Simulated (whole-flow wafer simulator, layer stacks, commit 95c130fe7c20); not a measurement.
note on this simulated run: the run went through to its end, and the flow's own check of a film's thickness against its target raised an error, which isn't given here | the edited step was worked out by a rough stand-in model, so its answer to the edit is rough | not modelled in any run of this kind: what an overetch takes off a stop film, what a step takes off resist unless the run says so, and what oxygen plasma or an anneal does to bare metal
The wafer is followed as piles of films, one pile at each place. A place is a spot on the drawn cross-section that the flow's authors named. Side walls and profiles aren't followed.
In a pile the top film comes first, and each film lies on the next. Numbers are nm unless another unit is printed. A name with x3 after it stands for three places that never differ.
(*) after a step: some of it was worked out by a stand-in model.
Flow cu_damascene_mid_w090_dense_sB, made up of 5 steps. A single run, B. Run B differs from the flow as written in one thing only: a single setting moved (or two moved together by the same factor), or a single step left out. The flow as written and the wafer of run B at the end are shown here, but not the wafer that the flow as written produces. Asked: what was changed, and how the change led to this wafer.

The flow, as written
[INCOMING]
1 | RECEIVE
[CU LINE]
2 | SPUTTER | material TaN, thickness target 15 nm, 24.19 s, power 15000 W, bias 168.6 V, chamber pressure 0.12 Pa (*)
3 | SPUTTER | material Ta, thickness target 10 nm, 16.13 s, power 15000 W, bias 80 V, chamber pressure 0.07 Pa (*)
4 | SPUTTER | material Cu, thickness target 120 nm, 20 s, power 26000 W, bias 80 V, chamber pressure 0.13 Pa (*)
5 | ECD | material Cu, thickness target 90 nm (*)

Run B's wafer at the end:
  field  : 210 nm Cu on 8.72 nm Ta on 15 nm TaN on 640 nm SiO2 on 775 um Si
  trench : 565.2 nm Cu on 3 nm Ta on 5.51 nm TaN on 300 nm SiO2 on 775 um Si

The reason: step 3, SPUTTER: power 13080 W was run, whereas the flow has power 15000 W.

The path from the change to this, step by step:
  3 | SPUTTER | material Ta, thickness target 10 nm, 16.13 s, power 15000 W, bias 80 V, chamber pressure 0.07 Pa (*)
      field: +8.72 Ta (new film) (as written it would have been: +10 Ta (new film))
      trench: +3 Ta (new film) (as written it would have been: +3.55 Ta (new film))
